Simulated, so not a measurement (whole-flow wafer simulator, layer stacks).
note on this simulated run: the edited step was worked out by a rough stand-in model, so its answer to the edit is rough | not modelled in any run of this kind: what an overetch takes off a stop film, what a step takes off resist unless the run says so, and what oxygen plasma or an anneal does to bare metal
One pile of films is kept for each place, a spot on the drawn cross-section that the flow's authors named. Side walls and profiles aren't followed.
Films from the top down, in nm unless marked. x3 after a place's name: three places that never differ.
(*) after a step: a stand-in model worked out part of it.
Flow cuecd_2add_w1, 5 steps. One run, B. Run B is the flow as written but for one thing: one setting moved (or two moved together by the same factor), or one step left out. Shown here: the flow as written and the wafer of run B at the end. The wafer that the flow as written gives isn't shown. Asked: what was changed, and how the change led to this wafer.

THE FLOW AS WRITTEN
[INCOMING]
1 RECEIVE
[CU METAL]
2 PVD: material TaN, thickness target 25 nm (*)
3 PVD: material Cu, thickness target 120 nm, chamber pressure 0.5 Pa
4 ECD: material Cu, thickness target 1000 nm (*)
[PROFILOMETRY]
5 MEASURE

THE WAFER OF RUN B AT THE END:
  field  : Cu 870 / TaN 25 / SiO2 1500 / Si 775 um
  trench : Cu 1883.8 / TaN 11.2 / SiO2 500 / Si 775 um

The cause: step 4, ECD: thickness target 750 nm was run, where the flow has thickness target 1000 nm.

How the change led to this, step by step:
  4 ECD: material Cu, thickness target 1000 nm (*)
      field: Cu +750 (as written it would be: Cu +1000)
      trench: Cu +1830.2 (as written it would be: Cu +2080.2)
